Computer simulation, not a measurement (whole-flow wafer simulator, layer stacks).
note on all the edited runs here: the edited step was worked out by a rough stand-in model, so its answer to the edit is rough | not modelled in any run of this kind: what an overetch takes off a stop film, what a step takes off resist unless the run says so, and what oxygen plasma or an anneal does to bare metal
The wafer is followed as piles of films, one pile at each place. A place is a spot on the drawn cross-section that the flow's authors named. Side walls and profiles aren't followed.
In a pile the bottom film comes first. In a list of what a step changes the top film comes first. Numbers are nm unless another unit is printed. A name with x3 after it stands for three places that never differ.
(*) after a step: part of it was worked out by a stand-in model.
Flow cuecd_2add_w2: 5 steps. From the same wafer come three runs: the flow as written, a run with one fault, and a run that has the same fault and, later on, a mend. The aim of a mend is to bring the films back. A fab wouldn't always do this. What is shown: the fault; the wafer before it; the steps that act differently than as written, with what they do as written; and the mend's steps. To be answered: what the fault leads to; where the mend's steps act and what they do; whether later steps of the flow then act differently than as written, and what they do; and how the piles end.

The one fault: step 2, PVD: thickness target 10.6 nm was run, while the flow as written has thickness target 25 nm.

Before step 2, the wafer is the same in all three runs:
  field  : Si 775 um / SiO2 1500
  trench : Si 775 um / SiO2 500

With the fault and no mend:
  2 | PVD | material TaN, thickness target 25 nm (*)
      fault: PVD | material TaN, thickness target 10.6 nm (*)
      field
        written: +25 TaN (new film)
        fault: +10.6 TaN (new film)
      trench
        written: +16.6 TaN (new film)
        fault: +7.04 TaN (new film)
  None of the later steps of the flow differs from how it acts as written, at any place that is followed, by more than 2% or 0.5 nm, whichever is larger.
  At field, trench, the piles at the end differ from the flow's by more than 2% or 0.5 nm, whichever is larger.
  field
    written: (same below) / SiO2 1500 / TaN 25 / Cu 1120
    fault: (same below) / SiO2 1500 / TaN 10.6 / Cu 1120
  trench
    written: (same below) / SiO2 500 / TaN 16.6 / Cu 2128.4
    fault: (same below) / SiO2 500 / TaN 7.04 / Cu 2123.6

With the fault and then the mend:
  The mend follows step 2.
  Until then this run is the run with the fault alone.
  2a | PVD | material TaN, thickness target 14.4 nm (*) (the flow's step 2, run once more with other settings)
      field
        +14.4 TaN
      trench
        +9.53 TaN
  None of the later steps of the flow acts differently than as written at any place that is followed.
  The piles end the same as the flow's at every place that both follow.
